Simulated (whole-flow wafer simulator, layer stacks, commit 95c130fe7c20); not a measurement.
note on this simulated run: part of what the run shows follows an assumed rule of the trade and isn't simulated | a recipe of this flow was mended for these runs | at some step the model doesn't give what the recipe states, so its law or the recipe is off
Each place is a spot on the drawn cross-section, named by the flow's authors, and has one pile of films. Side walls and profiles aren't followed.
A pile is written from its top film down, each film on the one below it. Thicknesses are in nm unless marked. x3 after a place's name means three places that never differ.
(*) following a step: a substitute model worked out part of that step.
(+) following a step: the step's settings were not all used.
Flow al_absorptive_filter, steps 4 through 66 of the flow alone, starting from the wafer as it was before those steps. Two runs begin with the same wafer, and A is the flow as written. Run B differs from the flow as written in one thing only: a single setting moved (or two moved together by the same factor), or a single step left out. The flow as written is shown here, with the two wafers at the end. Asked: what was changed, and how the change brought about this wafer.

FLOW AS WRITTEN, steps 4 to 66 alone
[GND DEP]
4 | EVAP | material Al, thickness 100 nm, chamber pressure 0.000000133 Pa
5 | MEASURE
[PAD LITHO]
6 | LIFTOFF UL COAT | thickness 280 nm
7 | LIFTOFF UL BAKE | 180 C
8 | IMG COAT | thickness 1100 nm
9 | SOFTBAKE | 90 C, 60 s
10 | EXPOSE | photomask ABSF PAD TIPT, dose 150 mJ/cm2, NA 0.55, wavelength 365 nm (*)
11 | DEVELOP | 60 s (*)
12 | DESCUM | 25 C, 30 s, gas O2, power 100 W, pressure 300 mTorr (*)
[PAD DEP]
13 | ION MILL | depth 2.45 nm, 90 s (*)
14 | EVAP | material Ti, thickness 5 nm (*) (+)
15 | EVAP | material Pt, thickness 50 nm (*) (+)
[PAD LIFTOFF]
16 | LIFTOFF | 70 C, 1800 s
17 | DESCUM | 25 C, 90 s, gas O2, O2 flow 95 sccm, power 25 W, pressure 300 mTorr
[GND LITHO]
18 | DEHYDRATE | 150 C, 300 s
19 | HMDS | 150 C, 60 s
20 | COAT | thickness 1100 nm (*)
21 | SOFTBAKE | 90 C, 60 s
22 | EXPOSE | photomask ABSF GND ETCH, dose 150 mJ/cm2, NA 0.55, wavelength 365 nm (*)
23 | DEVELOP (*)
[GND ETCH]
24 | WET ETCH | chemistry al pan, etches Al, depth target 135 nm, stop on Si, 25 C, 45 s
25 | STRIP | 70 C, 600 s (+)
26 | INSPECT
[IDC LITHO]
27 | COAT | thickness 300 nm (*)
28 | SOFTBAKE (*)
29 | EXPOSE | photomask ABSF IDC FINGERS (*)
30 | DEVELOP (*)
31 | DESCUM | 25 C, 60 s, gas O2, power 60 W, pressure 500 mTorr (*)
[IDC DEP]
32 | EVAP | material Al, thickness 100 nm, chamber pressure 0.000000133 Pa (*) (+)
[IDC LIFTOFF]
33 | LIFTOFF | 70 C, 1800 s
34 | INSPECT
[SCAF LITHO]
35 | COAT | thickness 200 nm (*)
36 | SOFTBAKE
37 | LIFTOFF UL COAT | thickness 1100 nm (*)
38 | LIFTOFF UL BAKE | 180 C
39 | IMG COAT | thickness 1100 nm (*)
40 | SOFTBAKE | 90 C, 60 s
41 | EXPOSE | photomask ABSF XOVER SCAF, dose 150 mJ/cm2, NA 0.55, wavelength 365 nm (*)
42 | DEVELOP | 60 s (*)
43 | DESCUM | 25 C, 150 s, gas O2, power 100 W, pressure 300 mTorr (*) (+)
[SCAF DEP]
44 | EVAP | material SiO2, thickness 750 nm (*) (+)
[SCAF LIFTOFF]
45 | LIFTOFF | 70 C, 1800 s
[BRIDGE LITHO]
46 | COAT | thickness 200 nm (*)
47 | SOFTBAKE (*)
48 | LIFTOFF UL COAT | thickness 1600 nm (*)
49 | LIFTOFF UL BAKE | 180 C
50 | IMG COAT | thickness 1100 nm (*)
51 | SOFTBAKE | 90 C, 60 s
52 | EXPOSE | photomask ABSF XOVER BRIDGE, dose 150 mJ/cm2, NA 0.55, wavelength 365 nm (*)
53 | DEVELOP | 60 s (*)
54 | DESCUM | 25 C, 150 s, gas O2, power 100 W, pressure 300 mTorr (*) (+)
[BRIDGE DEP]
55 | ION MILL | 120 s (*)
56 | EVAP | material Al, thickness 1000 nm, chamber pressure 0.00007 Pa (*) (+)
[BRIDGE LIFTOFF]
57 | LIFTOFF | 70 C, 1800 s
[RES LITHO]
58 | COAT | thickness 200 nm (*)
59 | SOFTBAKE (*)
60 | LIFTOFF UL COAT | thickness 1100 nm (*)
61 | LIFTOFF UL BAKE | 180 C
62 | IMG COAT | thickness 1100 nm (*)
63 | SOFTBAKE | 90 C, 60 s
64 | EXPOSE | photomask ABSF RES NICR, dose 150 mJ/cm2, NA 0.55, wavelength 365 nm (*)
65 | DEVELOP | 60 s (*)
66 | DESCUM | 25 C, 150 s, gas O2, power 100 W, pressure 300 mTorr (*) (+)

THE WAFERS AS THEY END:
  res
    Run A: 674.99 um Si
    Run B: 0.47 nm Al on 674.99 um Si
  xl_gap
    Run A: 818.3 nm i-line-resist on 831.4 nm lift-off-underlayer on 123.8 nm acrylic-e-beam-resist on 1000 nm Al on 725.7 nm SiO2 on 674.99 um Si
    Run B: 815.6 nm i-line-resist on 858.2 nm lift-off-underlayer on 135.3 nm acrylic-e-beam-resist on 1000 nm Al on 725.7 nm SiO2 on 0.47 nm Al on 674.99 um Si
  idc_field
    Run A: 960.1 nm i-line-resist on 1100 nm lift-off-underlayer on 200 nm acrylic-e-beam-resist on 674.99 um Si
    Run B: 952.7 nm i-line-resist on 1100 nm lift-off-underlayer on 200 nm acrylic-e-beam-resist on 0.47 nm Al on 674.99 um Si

Cause: step 4, EVAP: thickness 148.8 nm was run, whereas the flow has thickness 100 nm.

The path from the change to this, step by step:
  4 | EVAP | material Al, thickness 100 nm, chamber pressure 0.000000133 Pa
      gnd, pad_far, pad_near and 11 more: A +100 Al (new film) | B +148.8 Al (new film)
  24 | WET ETCH | chemistry al pan, etches Al, depth target 135 nm, stop on Si, 25 C, 45 s
      res, xl_gap, idc_field, idc_line, idc_space: A -86.7 Al (all of it) | B -135 Al
  27 | COAT | thickness 300 nm (*)
      ledge: A +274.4 e-beam-resist (new film) | B +260.4 e-beam-resist (new film)
      res: A +349.6 e-beam-resist (new film) | B +371.9 e-beam-resist (new film)
      (also at 2 further places)
  31 | DESCUM | 25 C, 60 s, gas O2, power 60 W, pressure 500 mTorr (*)
      idc_line: A +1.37 chemical SiO2 (new film), -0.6 Si | B nothing
  32 | EVAP | material Al, thickness 100 nm, chamber pressure 0.000000133 Pa (*) (+)
      idc_line: A +100 Al (new film) | B +100 Al
  33 | LIFTOFF | 70 C, 1800 s
      ledge: A -100 Al (all of it), -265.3 e-beam-resist (all of it) | B -100 Al (all of it), -251.3 e-beam-resist (all of it)
      res: A -100 Al (all of it), -340.6 e-beam-resist (all of it) | B -100 Al (all of it), -362.9 e-beam-resist (all of it)
      (also at 2 further places)
  35 | COAT | thickness 200 nm (*)
      ledge: A +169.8 acrylic-e-beam-resist (new film) | B +154.5 acrylic-e-beam-resist (new film)
      res: A +231.4 acrylic-e-beam-resist (new film) | B +243.8 acrylic-e-beam-resist (new film)
      (also at 2 further places)
  37 | LIFTOFF UL COAT | thickness 1100 nm (*)
      res: A +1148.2 lift-off-underlayer (new film) | B +1172.3 lift-off-underlayer (new film)
  43 | DESCUM | 25 C, 150 s, gas O2, power 100 W, pressure 300 mTorr (*) (+)
      gnd, pad_far, pad_near and 7 more: A -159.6 i-line-resist | B -177.8 i-line-resist
      xl_gap: A -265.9 acrylic-e-beam-resist (all of it) | B -296.4 acrylic-e-beam-resist (all of it)
      (also at 1 further place)
  45 | LIFTOFF | 70 C, 1800 s
      ledge: A -750 SiO2 (all of it), -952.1 i-line-resist (all of it), -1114 lift-off-underlayer (all of it), -169.8 acrylic-e-beam-resist (all of it) | B -750 SiO2 (all of it), -940.7 i-line-resist (all of it), -1118.8 lift-off-underlayer (all of it), -154.5 acrylic-e-beam-resist (all of it)
      res: A -750 SiO2 (all of it), -956.3 i-line-resist (all of it), -1148.2 lift-off-underlayer (all of it), -231.4 acrylic-e-beam-resist (all of it) | B -750 SiO2 (all of it), -946.5 i-line-resist (all of it), -1172.3 lift-off-underlayer (all of it), -243.8 acrylic-e-beam-resist (all of it)
  46 | COAT | thickness 200 nm (*)
      ledge: A +169.8 acrylic-e-beam-resist (new film) | B +154.5 acrylic-e-beam-resist (new film)
      res: A +231.4 acrylic-e-beam-resist (new film) | B +243.8 acrylic-e-beam-resist (new film)
      (also at 2 further places)
  54 | DESCUM | 25 C, 150 s, gas O2, power 100 W, pressure 300 mTorr (*) (+)
      xl_gap: A -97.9 acrylic-e-beam-resist (all of it) | B -119.6 acrylic-e-beam-resist (all of it)
      xl_turn: A -141.8 acrylic-e-beam-resist (all of it) | B -134.9 acrylic-e-beam-resist (all of it)
  57 | LIFTOFF | 70 C, 1800 s
      ledge: A -1000 Al (all of it), -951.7 i-line-resist (all of it), -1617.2 lift-off-underlayer (all of it), -169.8 acrylic-e-beam-resist (all of it) | B -1000 Al (all of it), -957.3 i-line-resist (all of it), -1624 lift-off-underlayer (all of it), -154.5 acrylic-e-beam-resist (all of it)
      res: A -1000 Al (all of it), -954.3 i-line-resist (all of it), -1653.2 lift-off-underlayer (all of it), -231.4 acrylic-e-beam-resist (all of it) | B -1000 Al (all of it), -960.8 i-line-resist (all of it), -1679.9 lift-off-underlayer (all of it), -243.8 acrylic-e-beam-resist (all of it)
  58 | COAT | thickness 200 nm (*)
      ledge: A +169.8 acrylic-e-beam-resist (new film) | B +154.5 acrylic-e-beam-resist (new film)
      res: A +231.4 acrylic-e-beam-resist (new film) | B +243.8 acrylic-e-beam-resist (new film)
      (also at 2 further places)
  60 | LIFTOFF UL COAT | thickness 1100 nm (*)
      res: A +1148.2 lift-off-underlayer (new film) | B +1172.3 lift-off-underlayer (new film)
      xl_gap: A +831.4 lift-off-underlayer (new film) | B +858.2 lift-off-underlayer (new film)
  65 | DEVELOP | 60 s (*)
      res: A -1116.9 i-line-resist (all of it), -1148.2 lift-off-underlayer (all of it) | B -1125.4 i-line-resist (all of it), -1172.3 lift-off-underlayer (all of it)
  66 | DESCUM | 25 C, 150 s, gas O2, power 100 W, pressure 300 mTorr (*) (+)
      gnd, pad_far, xa_field and 8 more: A -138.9 i-line-resist | B -146.3 i-line-resist
      ledge: A -169.8 acrylic-e-beam-resist (all of it) | B -154.5 acrylic-e-beam-resist (all of it)
      (also at 1 further place)
With metal films that touch counted as one body, res has 1 body; the flow as written gives 0 bodies.
With metal films that touch counted as one body, xl_gap has 2 bodies (between them, from the top down: SiO2 725.7); the flow as written gives 1 body.
With metal films that touch counted as one body, idc_field has 1 body; the flow as written gives 0 bodies.
